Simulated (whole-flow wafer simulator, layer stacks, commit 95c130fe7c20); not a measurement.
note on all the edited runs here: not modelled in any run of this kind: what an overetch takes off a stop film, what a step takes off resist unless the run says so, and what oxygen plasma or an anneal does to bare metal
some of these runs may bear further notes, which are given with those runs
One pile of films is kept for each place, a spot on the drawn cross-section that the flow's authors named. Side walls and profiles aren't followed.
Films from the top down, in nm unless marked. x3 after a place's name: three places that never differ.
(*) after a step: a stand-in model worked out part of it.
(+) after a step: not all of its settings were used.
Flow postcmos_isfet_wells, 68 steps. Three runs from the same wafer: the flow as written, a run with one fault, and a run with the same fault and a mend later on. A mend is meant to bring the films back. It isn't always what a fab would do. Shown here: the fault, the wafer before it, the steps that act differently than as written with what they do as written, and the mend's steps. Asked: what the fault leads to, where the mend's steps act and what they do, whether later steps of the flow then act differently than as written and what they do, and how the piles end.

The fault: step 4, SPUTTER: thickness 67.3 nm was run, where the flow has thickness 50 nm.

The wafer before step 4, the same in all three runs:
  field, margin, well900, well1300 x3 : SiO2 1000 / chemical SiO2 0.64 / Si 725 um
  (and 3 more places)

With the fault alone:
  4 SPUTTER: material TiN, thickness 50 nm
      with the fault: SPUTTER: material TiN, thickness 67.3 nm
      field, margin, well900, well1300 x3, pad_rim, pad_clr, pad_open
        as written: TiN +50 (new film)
        with the fault: TiN +67.3 (new film)
  Later steps of the flow that act differently than as written (1 more step differs only slightly, by at most 2% or 0.5 nm, whichever is larger, and isn't shown):
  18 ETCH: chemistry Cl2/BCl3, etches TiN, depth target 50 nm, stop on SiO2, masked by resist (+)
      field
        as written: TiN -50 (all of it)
        with the fault: TiN -50
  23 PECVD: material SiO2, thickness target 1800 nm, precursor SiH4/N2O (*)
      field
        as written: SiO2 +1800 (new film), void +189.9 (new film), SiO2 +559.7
        with the fault: SiO2 +1800 (new film), void +190.2 (new film), SiO2 +559.8 (new film)
  At the end the piles differ from the flow's by more than 2% or 0.5 nm, whichever is larger, at field, margin, well900, well1300 x3, pad_rim, pad_clr, pad_open.
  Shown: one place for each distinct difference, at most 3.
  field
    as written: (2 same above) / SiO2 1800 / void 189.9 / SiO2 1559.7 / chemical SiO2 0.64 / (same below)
    with the fault: (2 same above) / SiO2 1800 / void 190.2 / SiO2 559.8 / TiN 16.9 / SiO2 1000 / chemical SiO2 0.64 / (same below)
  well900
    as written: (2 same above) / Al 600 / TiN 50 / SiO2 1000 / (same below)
    with the fault: (2 same above) / Al 600 / TiN 67.3 / SiO2 1000 / (same below)
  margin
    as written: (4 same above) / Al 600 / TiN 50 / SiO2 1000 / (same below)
    with the fault: (4 same above) / Al 600 / TiN 67.3 / SiO2 1000 / (same below)

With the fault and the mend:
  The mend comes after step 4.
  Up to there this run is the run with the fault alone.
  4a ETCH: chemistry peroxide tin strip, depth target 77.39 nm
      field, margin, well900, well1300 x3, pad_rim, pad_clr, pad_open
        TiN -67.3 (all of it)
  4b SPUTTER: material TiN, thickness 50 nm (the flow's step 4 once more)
      field, margin, well900, well1300 x3, pad_rim, pad_clr, pad_open
        TiN +50 (new film)
  No later step of the flow acts differently than as written at any place that is followed.
  At the end the piles are the same as the flow's at every place that both follow.
